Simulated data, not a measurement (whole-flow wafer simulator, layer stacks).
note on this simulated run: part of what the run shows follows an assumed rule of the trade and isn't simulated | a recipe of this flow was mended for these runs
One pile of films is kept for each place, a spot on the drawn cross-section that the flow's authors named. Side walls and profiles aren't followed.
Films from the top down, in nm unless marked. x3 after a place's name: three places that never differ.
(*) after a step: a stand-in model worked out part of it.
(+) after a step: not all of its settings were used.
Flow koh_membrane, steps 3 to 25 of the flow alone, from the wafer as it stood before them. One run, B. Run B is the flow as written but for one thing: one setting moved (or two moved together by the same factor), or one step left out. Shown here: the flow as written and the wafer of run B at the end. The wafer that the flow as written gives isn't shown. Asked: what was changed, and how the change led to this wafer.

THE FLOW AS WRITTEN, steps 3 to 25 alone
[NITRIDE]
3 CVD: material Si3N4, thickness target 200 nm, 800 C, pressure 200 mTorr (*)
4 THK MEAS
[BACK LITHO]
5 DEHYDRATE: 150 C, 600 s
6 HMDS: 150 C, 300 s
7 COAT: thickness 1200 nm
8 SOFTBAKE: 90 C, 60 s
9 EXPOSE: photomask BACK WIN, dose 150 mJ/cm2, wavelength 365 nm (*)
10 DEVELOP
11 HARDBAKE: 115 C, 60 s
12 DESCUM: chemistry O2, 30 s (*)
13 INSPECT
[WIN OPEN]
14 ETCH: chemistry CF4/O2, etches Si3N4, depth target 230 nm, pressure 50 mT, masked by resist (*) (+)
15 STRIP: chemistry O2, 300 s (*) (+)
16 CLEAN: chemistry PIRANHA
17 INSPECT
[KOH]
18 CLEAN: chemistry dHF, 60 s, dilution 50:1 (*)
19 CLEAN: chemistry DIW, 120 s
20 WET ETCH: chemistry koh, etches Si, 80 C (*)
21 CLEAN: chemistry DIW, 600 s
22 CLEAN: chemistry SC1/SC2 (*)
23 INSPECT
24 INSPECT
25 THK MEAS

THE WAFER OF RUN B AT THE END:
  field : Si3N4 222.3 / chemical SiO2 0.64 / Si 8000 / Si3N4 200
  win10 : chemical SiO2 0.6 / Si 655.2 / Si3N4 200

The cause: step 3, CVD: thickness target 224 nm was run, where the flow has thickness target 200 nm; step 18, CLEAN: 67 s was run, where the flow has 60 s.

How the change led to this, step by step:
  3 CVD: material Si3N4, thickness target 200 nm, 800 C, pressure 200 mTorr (*)
      field, win20 x4, win10: Si3N4 +224 (new film) (as written it would be: Si3N4 +200 (new film))
  14 ETCH: chemistry CF4/O2, etches Si3N4, depth target 230 nm, pressure 50 mT, masked by resist (*) (+)
      win20 x4, win10: Si3N4 -224 (all of it), chemical SiO2 -0.64 (all of it), Si -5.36 (as written it would be: Si3N4 -200 (all of it), chemical SiO2 -0.64 (all of it), Si -29.4)
